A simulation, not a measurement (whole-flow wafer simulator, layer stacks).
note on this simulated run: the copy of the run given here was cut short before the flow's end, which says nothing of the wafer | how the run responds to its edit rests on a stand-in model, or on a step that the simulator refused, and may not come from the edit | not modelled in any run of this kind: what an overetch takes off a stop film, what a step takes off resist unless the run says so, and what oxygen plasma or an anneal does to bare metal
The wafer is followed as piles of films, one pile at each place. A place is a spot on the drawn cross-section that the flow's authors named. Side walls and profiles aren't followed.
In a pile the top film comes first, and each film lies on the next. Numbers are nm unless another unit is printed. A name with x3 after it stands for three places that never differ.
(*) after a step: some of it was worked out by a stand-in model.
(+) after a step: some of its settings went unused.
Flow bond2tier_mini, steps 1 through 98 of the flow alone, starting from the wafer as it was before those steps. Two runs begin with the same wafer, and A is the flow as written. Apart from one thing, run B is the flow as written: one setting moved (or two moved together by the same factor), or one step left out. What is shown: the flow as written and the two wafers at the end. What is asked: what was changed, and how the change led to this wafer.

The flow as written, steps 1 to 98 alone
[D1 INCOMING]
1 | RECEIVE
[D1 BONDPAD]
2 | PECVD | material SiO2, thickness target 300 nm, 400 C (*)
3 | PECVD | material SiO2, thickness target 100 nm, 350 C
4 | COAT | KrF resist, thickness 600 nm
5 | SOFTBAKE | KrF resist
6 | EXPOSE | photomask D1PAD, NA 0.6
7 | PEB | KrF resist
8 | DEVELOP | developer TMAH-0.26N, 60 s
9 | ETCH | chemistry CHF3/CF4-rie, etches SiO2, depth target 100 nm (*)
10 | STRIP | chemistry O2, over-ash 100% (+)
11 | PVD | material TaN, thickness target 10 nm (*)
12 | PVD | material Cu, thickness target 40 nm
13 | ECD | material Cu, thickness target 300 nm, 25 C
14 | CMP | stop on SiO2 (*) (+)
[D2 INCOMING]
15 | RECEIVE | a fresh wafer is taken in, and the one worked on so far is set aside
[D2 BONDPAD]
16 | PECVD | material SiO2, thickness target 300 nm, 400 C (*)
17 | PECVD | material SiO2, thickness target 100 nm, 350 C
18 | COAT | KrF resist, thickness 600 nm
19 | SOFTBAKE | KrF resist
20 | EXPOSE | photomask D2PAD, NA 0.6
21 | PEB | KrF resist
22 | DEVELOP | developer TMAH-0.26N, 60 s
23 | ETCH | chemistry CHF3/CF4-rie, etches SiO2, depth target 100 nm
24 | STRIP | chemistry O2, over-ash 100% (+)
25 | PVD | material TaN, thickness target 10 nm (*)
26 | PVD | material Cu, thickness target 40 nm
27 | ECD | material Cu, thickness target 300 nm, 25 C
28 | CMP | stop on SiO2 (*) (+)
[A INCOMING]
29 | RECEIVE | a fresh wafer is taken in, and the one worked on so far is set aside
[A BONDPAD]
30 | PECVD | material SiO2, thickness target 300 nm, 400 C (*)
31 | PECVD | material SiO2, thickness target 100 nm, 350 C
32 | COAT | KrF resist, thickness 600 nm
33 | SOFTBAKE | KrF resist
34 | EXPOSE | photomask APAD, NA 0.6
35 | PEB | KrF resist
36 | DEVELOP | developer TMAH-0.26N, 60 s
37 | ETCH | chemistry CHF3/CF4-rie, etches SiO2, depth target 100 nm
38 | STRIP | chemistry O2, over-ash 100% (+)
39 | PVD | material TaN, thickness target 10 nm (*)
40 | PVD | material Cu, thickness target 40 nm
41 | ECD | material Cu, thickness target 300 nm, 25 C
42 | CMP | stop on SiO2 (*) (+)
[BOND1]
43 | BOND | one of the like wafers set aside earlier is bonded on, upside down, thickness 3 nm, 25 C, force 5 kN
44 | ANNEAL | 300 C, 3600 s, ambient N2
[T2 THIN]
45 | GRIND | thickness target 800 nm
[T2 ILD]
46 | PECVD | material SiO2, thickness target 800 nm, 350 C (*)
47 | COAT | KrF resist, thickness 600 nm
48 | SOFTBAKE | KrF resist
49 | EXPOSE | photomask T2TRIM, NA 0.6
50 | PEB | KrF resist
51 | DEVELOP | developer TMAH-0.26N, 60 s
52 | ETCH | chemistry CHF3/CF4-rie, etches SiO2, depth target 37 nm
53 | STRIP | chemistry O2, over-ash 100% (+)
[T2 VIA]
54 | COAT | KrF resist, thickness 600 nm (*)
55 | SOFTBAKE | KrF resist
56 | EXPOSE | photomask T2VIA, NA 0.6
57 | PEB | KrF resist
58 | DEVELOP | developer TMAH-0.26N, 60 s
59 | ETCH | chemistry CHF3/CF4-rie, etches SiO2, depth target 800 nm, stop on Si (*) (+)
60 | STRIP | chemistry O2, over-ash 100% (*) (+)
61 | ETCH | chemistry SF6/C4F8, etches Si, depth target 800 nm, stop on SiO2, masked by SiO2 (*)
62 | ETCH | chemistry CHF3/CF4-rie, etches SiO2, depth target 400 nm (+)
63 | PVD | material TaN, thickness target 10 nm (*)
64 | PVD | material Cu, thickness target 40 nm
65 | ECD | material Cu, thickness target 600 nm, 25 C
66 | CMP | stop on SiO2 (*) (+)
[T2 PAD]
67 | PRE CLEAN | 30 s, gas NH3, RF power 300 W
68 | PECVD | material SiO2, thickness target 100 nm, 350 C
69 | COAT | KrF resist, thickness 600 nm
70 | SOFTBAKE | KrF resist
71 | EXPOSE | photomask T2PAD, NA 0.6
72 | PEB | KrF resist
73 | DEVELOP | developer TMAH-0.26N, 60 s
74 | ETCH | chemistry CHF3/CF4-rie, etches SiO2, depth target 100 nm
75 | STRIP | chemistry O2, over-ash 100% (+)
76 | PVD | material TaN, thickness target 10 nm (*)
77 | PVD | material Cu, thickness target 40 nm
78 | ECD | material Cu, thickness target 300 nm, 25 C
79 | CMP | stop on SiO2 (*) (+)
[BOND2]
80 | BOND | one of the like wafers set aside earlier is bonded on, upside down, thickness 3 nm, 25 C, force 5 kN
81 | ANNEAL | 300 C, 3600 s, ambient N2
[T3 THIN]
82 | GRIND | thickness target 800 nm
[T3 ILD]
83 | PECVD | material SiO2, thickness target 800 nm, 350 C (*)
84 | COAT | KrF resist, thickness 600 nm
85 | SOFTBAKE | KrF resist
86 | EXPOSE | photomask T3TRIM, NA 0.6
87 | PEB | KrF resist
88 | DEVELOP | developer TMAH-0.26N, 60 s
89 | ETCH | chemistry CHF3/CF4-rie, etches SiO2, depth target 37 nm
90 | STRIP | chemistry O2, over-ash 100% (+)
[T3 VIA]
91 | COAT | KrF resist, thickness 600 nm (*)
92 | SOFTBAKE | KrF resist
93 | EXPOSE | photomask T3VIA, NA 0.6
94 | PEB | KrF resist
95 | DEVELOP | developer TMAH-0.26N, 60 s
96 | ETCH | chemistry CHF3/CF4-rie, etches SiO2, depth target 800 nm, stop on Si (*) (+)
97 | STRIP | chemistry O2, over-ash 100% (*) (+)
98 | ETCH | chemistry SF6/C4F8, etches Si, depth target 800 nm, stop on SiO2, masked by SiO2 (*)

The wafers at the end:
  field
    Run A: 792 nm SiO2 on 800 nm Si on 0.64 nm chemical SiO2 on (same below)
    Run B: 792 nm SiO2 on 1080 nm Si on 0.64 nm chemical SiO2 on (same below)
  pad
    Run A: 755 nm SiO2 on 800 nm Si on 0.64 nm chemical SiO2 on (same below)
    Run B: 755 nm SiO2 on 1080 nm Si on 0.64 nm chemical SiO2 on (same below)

The reason: step 82, GRIND: thickness target 1080 nm was run, while the flow as written has thickness target 800 nm.
One can read it off the wafer: field has Si 1080, and step 82 as written asks for 800 nm.

How this came from the change, step by step:
  82 | GRIND | thickness target 800 nm
      field, pad: A -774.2 um Si | B -773.92 um Si
